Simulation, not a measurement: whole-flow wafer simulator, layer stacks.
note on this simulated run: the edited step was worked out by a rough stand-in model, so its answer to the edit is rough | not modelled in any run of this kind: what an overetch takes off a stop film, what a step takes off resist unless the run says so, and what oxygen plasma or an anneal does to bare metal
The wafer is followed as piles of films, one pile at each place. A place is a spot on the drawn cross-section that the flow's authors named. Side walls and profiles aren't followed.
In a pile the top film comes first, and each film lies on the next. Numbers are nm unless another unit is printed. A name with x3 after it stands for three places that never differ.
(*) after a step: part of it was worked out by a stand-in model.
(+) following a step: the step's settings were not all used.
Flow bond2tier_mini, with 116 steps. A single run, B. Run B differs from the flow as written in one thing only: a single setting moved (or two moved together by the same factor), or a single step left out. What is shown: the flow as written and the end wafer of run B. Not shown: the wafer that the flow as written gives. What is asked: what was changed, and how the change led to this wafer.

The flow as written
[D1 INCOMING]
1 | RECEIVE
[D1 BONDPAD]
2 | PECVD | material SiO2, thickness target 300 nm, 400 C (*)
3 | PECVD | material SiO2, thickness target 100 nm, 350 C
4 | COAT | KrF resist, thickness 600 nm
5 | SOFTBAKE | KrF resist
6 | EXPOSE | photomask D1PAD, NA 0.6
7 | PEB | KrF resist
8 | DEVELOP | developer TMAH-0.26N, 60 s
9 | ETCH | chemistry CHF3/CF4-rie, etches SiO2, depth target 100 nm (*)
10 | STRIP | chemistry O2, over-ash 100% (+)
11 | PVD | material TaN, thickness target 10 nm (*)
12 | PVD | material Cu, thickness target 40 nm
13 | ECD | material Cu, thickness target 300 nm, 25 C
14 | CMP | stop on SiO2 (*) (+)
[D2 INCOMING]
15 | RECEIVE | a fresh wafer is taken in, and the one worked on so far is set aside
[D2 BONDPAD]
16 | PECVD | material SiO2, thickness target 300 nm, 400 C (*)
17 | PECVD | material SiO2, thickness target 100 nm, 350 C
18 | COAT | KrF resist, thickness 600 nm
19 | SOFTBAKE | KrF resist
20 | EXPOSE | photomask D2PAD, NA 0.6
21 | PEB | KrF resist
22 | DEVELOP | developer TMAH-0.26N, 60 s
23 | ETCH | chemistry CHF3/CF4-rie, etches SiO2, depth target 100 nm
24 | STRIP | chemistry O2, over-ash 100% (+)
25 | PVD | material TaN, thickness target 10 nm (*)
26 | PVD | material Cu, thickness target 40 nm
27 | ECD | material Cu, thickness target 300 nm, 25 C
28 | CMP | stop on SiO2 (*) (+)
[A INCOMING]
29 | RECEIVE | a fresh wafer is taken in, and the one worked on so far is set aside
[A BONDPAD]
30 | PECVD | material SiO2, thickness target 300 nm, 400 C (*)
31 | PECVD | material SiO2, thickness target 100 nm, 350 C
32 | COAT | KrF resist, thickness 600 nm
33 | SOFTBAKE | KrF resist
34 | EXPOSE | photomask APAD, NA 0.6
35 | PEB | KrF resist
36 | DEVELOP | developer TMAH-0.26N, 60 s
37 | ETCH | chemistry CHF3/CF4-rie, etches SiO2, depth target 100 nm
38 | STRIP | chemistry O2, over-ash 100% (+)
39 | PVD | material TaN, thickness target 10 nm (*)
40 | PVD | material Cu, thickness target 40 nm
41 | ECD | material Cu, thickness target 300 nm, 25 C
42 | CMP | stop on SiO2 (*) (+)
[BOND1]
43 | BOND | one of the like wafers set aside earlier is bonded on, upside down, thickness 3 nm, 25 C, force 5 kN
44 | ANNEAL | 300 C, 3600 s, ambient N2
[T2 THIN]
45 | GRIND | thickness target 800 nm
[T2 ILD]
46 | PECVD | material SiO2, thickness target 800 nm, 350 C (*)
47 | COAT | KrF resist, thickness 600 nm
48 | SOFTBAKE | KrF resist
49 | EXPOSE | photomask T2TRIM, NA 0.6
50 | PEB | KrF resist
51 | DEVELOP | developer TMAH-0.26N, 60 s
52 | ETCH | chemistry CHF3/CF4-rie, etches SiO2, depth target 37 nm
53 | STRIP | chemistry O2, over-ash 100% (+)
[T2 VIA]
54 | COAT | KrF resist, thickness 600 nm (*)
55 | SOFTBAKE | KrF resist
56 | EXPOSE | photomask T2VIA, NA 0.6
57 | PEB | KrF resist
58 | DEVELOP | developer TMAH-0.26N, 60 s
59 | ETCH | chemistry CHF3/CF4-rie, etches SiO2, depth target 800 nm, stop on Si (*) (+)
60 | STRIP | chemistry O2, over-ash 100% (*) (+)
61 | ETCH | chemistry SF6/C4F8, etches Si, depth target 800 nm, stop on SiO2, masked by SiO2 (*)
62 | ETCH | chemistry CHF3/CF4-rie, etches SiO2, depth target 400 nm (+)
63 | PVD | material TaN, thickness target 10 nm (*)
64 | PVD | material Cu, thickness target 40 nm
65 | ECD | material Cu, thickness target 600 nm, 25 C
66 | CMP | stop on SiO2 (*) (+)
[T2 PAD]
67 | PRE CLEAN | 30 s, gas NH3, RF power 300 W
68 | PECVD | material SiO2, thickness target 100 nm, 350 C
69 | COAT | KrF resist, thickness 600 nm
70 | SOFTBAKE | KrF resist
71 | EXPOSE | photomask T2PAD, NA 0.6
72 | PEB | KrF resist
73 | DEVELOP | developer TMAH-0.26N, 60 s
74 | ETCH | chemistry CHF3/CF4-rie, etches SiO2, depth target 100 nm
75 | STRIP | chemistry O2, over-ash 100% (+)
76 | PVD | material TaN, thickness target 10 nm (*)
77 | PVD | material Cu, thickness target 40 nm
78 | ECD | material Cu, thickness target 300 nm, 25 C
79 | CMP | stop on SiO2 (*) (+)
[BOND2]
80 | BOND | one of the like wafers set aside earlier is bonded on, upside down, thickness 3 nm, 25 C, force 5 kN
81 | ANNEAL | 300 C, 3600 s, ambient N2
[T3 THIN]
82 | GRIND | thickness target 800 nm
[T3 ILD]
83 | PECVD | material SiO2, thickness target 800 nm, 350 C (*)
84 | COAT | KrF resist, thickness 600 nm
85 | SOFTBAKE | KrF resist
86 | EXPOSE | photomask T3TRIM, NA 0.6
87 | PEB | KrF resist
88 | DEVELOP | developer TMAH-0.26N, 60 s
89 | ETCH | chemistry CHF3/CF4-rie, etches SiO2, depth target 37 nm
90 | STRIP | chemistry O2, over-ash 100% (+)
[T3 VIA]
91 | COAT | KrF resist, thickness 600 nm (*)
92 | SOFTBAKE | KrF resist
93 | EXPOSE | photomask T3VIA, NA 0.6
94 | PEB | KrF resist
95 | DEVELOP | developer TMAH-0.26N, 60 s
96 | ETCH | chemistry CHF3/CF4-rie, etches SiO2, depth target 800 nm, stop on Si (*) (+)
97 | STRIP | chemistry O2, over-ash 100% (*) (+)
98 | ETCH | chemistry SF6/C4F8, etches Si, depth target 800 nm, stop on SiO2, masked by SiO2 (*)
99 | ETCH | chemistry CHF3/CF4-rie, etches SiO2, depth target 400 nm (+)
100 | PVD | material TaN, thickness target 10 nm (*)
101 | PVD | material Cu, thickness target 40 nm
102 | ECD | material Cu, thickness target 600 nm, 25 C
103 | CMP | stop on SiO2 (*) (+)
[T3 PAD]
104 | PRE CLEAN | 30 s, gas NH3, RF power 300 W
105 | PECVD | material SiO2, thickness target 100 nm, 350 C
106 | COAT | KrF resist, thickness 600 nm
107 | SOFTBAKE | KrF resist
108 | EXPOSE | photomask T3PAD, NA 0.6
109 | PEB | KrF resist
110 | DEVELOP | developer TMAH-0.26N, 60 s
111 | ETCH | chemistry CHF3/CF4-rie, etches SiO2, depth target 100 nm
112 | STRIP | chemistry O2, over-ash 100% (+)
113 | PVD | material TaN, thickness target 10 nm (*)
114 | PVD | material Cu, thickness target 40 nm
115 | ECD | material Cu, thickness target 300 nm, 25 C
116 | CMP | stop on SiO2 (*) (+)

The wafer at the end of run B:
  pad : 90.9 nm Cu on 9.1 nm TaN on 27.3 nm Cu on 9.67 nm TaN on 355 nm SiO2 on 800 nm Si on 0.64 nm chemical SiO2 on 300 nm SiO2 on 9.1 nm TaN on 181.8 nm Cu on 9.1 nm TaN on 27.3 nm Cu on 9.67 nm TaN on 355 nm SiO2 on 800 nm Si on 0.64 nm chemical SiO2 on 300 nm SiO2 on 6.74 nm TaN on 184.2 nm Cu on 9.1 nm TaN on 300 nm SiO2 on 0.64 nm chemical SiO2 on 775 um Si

What caused this: step 11, PVD: thickness target 7.4 nm was run, whereas the flow has thickness target 10 nm.

How this came from the change, step by step:
  11 | PVD | material TaN, thickness target 10 nm (*)
      field: +7.4 TaN (new film) (in the flow as written it would be: +10 TaN (new film))
      pad: +6.74 TaN (new film) (in the flow as written it would be: +9.1 TaN (new film))
      (and at 1 other place as well)
  14 | CMP | stop on SiO2 (*) (+)
      field: -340 Cu (all of it), -7.4 TaN (all of it) (in the flow as written it would be: -340 Cu (all of it), -10 TaN (all of it))
  43 | BOND | one of the like wafers set aside earlier is bonded on, upside down, thickness 3 nm, 25 C, force 5 kN
      pad: +775 um Si (new film), +0.64 chemical SiO2 (new film), +300 SiO2 (new film), +6.74 TaN (new film), +93.3 Cu (in the flow as written it would be: +775 um Si (new film), +0.64 chemical SiO2 (new film), +300 SiO2 (new film), +9.1 TaN (new film), +90.9 Cu)
      via: +775 um Si (new film), +0.64 chemical SiO2 (new film), +300 SiO2 (new film), +7.38 TaN (new film), +92.6 Cu (in the flow as written it would be: +775 um Si (new film), +0.64 chemical SiO2 (new film), +300 SiO2 (new film), +9.97 TaN (new film), +90 Cu)
